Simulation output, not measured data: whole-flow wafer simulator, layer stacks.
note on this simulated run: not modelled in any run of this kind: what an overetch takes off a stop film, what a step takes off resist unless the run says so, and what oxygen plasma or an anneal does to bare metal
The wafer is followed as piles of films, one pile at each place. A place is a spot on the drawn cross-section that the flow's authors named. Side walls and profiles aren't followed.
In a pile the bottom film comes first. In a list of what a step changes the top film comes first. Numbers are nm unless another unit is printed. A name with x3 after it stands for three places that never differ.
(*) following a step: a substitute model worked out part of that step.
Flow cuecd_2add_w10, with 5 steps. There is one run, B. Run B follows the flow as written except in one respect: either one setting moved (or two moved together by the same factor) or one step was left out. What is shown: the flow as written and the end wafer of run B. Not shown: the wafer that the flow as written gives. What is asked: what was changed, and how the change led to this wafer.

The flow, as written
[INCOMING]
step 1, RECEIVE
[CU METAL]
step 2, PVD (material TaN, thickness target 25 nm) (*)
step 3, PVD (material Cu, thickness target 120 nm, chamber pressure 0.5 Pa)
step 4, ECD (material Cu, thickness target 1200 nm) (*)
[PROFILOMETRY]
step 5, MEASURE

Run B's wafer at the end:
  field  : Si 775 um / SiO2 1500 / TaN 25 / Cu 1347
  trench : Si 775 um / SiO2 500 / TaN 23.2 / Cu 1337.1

What caused this: step 3, PVD: thickness target 147 nm was run, while the flow as written has thickness target 120 nm.

Step by step, how the change led to this:
  step 3, PVD (material Cu, thickness target 120 nm, chamber pressure 0.5 Pa)
      field: +147 Cu (new film) (in the flow as written it would be: +120 Cu (new film))
      trench: +137.1 Cu (new film) (in the flow as written it would be: +111.8 Cu (new film))
